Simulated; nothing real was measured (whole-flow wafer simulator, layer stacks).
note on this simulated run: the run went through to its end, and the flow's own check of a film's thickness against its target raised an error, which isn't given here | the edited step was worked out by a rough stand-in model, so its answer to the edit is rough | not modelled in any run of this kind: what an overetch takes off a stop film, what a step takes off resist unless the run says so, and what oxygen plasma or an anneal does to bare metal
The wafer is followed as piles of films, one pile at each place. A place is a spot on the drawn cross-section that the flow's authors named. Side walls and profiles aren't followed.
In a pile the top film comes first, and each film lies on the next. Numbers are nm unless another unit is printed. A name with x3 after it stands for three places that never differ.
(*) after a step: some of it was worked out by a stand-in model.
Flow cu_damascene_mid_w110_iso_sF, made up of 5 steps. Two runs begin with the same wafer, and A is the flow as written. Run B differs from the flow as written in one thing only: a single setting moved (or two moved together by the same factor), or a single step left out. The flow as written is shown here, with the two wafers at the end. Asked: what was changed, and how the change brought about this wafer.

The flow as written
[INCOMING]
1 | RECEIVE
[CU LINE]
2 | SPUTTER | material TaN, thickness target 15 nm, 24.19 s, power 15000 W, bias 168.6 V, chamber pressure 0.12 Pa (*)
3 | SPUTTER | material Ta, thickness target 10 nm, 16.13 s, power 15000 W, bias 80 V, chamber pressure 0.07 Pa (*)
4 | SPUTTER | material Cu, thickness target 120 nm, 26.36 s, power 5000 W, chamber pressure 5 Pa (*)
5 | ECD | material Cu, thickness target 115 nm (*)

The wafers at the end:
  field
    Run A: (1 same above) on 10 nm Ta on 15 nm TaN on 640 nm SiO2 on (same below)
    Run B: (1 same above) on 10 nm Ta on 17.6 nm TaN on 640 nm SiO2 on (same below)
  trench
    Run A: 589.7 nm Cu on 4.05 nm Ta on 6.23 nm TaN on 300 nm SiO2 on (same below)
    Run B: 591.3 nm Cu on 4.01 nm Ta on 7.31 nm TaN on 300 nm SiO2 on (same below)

What caused this: step 2, SPUTTER: thickness target 17.6 nm was run, while the flow as written has thickness target 15 nm; step 2, SPUTTER: 28.42 s was run, where the flow has 24.19 s.
One can read it off the wafer: field has TaN 17.6, and step 2 as written asks for 15 nm.

How this came from the change, step by step:
  2 | SPUTTER | material TaN, thickness target 15 nm, 24.19 s, power 15000 W, bias 168.6 V, chamber pressure 0.12 Pa (*)
      field: A TaN gains 15 (new film) | B TaN gains 17.6 (new film)
      trench: A TaN gains 6.23 (new film) | B TaN gains 7.31 (new film)
